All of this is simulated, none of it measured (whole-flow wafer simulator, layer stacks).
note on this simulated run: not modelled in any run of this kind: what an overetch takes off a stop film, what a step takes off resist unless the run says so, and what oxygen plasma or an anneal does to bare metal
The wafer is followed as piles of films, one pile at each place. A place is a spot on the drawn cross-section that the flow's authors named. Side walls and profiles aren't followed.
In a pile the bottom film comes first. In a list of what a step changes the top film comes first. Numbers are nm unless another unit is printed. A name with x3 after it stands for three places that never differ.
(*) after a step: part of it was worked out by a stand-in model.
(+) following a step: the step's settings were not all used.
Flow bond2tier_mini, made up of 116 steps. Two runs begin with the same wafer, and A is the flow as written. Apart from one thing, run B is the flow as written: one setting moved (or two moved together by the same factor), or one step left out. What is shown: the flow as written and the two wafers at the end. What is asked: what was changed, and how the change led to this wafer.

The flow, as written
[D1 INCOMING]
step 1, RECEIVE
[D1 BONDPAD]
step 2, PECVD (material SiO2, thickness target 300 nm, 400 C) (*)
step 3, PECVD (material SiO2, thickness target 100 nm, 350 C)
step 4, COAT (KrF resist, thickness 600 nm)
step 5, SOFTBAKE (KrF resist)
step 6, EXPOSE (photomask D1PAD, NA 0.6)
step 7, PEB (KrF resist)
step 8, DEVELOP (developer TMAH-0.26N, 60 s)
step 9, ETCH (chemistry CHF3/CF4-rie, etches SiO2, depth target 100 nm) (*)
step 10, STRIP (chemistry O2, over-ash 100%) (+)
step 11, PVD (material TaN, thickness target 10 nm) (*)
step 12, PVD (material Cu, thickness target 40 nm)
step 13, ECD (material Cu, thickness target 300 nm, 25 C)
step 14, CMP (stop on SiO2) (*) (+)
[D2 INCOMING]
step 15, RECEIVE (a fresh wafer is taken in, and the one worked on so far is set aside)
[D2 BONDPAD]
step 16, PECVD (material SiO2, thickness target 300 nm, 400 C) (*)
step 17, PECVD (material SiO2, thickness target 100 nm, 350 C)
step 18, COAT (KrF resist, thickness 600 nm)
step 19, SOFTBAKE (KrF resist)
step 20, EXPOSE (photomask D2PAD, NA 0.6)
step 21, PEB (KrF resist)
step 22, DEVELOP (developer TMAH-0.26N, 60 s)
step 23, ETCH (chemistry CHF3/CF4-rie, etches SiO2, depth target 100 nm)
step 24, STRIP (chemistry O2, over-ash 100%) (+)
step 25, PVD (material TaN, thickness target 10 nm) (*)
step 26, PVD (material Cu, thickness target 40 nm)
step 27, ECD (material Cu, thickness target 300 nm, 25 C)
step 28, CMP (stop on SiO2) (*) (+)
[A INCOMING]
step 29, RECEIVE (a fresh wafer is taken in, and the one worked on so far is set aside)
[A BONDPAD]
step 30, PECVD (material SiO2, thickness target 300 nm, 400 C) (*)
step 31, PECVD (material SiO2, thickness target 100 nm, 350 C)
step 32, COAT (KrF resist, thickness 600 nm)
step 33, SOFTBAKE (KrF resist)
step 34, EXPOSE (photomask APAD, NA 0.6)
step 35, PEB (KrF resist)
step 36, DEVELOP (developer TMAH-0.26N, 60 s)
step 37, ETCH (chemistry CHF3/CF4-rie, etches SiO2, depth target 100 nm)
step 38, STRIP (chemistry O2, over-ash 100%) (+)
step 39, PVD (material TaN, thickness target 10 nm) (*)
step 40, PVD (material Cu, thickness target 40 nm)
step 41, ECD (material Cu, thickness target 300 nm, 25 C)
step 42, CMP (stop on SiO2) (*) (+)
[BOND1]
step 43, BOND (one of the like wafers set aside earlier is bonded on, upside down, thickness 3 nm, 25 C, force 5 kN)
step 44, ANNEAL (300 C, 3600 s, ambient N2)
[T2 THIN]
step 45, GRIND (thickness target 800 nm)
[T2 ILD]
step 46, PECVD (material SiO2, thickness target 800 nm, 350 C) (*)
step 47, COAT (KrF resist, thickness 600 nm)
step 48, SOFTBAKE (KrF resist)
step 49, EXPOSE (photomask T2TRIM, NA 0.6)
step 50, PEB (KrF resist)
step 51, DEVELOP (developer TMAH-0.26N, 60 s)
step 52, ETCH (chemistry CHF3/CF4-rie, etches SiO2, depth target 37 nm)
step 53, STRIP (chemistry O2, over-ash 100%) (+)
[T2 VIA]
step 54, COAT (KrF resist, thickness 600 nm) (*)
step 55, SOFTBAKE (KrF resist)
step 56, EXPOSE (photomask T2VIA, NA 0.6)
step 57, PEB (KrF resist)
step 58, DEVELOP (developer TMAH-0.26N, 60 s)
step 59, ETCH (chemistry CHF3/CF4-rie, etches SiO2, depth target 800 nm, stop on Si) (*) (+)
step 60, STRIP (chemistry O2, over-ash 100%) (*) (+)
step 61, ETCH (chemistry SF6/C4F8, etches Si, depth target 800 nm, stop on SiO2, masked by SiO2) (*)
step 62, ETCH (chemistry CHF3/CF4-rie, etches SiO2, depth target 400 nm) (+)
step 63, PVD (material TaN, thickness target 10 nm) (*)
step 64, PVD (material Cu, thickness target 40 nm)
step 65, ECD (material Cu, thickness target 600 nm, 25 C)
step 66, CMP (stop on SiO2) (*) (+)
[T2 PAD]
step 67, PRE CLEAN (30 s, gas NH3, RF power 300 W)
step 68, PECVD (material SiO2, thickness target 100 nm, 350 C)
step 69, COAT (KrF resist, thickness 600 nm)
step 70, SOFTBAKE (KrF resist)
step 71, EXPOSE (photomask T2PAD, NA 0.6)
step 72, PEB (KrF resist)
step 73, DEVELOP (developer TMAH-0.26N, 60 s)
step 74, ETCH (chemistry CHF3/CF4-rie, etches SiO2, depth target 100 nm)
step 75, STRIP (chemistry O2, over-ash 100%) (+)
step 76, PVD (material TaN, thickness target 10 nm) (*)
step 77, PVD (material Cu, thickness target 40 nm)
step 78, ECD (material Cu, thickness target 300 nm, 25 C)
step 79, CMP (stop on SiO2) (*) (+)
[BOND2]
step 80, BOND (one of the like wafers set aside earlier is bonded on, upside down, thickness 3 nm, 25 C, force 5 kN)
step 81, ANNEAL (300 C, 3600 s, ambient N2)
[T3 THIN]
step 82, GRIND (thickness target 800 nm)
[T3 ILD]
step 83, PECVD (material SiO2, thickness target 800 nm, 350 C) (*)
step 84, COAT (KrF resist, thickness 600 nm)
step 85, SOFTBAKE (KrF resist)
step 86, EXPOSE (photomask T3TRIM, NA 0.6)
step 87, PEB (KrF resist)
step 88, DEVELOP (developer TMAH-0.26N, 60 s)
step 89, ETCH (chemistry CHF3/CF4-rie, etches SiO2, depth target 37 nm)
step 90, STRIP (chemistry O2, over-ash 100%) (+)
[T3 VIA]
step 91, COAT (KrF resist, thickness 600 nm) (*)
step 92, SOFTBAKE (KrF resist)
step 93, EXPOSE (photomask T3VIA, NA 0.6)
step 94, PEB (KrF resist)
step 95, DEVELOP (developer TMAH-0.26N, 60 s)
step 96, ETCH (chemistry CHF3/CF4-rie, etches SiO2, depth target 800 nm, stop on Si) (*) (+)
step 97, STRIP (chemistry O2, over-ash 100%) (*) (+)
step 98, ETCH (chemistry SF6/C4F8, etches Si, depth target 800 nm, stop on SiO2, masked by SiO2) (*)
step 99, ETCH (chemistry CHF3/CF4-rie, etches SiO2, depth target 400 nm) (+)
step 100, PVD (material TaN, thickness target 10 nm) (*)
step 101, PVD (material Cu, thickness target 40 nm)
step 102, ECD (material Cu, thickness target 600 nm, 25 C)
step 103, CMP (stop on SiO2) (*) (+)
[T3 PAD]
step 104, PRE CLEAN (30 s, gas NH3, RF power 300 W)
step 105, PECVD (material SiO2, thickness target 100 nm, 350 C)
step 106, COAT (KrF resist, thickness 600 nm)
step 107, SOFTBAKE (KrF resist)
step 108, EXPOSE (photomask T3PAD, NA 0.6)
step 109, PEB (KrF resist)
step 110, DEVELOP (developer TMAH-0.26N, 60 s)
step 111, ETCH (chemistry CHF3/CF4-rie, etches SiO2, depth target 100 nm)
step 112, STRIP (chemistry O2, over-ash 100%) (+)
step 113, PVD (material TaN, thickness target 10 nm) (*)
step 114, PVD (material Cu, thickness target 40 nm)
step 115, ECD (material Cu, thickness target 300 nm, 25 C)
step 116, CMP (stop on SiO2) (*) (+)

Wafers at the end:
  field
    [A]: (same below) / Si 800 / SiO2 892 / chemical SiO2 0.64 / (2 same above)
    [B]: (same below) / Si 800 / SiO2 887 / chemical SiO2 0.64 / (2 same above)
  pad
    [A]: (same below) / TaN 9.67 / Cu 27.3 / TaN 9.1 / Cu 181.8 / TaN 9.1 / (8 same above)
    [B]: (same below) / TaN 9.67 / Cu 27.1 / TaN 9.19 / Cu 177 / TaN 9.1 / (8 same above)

Cause: step 68, PECVD: thickness target 95 nm was run, though the flow has thickness target 100 nm.

The path from the change to this, step by step:
  step 68, PECVD (material SiO2, thickness target 100 nm, 350 C)
      field: A +100 SiO2 | B +95 SiO2
      pad: A +100 SiO2 (new film) | B +95 SiO2 (new film)
  step 74, ETCH (chemistry CHF3/CF4-rie, etches SiO2, depth target 100 nm)
      pad: A -100 SiO2 (all of it) | B -95 SiO2 (all of it), -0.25 Cu
